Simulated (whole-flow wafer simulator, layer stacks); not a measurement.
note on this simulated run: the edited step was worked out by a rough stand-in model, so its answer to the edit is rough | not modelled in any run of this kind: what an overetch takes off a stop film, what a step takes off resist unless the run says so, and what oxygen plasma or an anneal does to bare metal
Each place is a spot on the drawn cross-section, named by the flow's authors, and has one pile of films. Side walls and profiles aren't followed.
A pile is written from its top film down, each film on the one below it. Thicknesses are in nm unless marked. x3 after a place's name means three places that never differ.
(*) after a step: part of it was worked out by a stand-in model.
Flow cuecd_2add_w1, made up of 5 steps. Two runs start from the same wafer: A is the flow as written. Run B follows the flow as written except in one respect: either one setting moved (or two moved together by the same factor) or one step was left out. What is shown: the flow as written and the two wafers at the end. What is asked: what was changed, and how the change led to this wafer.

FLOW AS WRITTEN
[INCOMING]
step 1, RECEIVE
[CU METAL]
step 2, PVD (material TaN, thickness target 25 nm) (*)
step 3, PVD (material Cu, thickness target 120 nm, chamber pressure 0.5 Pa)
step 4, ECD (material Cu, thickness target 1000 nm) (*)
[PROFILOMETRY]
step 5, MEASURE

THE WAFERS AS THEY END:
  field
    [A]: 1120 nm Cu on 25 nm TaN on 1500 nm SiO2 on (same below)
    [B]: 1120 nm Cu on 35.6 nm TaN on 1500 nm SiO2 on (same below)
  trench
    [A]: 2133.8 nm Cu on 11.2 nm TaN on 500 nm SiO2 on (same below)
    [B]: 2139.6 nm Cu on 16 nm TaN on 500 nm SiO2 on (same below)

The reason: step 2, PVD: thickness target 35.6 nm was run, whereas the flow has thickness target 25 nm.
One can read it off the wafer: field has TaN 35.6, and step 2 as written asks for 25 nm.

How this came from the change, step by step:
  step 2, PVD (material TaN, thickness target 25 nm) (*)
      field: A TaN gains 25 (new film) | B TaN gains 35.6 (new film)
      trench: A TaN gains 11.2 (new film) | B TaN gains 16 (new film)
